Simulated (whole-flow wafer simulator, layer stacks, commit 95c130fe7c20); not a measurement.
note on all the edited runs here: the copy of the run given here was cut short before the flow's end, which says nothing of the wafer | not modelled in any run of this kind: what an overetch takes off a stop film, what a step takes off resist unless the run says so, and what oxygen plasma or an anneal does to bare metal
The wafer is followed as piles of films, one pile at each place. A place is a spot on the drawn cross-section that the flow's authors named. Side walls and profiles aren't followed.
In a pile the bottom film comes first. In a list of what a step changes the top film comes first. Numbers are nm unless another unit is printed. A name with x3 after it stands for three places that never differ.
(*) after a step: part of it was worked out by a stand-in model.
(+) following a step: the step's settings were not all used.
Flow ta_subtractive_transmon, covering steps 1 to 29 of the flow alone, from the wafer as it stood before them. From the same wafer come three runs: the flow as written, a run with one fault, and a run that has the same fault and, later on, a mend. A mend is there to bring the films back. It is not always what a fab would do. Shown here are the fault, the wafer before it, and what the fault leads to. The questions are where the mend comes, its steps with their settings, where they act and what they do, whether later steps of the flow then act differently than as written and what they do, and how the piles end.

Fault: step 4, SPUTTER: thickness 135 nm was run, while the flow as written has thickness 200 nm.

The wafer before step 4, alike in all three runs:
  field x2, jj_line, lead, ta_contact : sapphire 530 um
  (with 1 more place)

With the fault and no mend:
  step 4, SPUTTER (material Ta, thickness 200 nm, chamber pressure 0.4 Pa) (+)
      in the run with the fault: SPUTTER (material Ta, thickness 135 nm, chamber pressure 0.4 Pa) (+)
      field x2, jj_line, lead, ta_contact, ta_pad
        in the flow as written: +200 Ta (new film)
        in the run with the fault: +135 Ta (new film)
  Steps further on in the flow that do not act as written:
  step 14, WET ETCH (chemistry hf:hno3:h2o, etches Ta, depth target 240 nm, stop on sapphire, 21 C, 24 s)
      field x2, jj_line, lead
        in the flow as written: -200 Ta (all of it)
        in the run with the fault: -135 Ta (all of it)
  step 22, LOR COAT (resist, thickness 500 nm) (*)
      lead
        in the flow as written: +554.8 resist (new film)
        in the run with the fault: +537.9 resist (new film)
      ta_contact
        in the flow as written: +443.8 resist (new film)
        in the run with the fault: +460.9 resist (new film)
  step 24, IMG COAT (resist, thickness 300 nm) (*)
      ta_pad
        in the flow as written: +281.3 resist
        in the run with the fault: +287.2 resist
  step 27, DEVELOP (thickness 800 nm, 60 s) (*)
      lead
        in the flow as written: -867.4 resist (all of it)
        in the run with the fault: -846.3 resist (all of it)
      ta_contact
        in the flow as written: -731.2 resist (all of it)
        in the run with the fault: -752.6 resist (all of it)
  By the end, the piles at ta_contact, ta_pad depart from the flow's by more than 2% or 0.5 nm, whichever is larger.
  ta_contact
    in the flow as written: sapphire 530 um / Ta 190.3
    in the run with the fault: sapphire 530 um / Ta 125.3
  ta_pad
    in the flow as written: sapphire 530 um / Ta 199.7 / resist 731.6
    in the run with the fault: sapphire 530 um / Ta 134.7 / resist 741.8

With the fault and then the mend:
  The mend stands after step 5.
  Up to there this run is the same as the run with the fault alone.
  step 5a, SPUTTER (material Ta, thickness 65 nm, chamber pressure 0.4 Pa) (+) (a further turn of the flow's step 4, with different settings)
      field x2, jj_line, lead, ta_contact, ta_pad
        +65 Ta
  Later steps of the flow that are run all act as written at every place that is followed.
  At every place that both follow, the piles at the end match the flow's.
